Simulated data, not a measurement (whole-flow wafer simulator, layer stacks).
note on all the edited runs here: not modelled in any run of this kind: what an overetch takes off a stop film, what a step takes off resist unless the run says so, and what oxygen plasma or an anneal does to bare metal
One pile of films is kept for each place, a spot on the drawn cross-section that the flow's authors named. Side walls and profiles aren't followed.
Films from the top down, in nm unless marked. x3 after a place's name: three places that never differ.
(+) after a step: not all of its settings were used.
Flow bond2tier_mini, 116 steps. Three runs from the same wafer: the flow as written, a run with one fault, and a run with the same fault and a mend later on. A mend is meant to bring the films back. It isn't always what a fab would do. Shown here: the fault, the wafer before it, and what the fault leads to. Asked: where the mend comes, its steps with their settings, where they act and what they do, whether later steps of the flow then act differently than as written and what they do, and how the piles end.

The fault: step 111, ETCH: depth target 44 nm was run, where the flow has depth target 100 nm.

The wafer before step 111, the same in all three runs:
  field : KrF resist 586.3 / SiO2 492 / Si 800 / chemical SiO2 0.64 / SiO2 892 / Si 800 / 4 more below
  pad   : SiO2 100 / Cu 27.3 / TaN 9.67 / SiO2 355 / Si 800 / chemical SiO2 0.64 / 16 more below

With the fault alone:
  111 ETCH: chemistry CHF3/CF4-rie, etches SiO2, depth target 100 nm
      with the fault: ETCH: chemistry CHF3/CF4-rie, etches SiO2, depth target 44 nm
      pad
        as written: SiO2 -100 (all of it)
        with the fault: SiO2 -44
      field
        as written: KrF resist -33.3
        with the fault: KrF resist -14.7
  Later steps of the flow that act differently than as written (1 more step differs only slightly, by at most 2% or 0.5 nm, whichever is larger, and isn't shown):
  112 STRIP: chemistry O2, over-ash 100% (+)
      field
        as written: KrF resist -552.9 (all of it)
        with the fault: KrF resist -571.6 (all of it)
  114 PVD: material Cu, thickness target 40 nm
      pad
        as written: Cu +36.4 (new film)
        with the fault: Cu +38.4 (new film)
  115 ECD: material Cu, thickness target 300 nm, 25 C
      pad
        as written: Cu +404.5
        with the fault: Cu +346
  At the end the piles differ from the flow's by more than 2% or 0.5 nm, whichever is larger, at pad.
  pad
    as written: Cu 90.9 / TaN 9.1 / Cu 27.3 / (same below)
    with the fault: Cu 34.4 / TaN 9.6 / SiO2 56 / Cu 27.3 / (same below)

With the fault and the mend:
  The mend comes after step 111.
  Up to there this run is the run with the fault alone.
  111a ETCH: chemistry CHF3/CF4-rie, etches SiO2, depth target 56 nm (the flow's step 111 once more, with other settings)
      field
        KrF resist -18.7
      pad
        SiO2 -56 (all of it)
  No later step of the flow acts differently than as written at any place that is followed.
  At the end the piles are the same as the flow's at every place that both follow.
